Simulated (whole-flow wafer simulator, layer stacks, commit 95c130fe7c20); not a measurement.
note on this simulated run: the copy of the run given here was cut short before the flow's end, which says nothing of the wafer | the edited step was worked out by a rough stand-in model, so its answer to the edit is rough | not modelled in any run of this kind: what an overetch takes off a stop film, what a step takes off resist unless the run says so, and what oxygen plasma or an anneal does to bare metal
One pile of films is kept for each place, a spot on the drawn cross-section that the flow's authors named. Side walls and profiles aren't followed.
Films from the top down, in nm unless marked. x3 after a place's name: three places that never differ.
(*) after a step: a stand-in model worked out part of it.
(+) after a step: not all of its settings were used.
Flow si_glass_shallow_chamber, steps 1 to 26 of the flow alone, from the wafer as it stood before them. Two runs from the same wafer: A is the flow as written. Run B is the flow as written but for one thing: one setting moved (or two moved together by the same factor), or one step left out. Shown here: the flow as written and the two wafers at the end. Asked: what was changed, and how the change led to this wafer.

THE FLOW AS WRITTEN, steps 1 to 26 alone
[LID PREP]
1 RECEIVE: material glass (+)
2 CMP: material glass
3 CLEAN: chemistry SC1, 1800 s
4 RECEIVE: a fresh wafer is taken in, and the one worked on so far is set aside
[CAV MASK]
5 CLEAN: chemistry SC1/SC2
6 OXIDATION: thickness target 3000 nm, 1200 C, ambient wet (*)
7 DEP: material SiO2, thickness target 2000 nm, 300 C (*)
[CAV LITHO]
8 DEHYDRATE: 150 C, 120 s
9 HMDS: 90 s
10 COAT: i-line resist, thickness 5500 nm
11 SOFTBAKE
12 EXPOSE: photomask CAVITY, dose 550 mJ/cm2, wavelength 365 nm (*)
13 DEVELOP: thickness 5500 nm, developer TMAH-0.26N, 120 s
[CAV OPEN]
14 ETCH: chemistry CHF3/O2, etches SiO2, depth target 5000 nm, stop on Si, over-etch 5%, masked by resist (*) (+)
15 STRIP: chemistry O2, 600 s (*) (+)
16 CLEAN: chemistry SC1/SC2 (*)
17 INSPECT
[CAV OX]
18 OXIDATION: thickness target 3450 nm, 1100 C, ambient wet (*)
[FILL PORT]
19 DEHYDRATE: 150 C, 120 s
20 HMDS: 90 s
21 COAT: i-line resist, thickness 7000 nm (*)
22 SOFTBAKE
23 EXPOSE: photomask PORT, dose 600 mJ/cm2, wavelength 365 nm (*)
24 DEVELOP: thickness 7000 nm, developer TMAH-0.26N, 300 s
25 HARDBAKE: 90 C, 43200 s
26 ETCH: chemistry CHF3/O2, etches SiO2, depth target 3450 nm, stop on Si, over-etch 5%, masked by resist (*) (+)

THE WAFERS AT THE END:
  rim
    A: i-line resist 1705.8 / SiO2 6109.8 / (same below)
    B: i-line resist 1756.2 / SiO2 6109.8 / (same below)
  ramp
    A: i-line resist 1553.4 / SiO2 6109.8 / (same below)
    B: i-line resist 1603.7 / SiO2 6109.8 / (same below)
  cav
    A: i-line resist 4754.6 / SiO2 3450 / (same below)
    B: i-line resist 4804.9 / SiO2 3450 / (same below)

The cause: step 26, ETCH: over-etch 3.25% was run, where the flow has over-etch 5%.

How the change led to this, step by step:
  26 ETCH: chemistry CHF3/O2, etches SiO2, depth target 3450 nm, stop on Si, over-etch 5%, masked by resist (*) (+)
      port: A SiO2 -3450 (all of it), Si -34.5 | B SiO2 -3450 (all of it), Si -22.4
